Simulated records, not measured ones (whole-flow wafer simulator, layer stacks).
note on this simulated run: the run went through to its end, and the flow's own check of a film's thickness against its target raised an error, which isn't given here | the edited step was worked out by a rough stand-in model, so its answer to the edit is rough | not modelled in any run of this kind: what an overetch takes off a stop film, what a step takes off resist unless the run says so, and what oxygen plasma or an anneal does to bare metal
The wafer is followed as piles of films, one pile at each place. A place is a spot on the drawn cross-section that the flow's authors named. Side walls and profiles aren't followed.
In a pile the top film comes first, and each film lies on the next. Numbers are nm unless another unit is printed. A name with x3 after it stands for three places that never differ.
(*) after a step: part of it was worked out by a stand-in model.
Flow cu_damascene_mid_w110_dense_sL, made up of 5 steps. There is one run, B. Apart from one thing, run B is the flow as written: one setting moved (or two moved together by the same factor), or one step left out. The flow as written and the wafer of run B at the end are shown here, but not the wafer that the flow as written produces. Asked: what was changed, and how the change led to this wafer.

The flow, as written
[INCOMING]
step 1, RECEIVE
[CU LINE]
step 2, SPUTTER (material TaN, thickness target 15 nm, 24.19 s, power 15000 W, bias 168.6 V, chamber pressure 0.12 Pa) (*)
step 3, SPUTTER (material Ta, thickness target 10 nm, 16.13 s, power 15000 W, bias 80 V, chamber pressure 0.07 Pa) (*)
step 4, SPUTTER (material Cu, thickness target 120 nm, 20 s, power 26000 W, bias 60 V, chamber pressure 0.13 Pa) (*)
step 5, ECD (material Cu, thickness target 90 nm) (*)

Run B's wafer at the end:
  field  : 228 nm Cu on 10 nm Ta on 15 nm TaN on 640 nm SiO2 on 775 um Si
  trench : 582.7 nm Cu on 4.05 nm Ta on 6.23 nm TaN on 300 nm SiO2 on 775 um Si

Cause: step 4, SPUTTER: thickness target 138 nm was run, though the flow has thickness target 120 nm; step 4, SPUTTER: 23 s was run, where the flow has 20 s.

Step by step, how the change led to this:
  step 4, SPUTTER (material Cu, thickness target 120 nm, 20 s, power 26000 W, bias 60 V, chamber pressure 0.13 Pa) (*)
      field: Cu gains 138 (new film) (in the flow as written it would be: Cu gains 120 (new film))
      trench: Cu gains 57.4 (new film) (in the flow as written it would be: Cu gains 49.9 (new film))
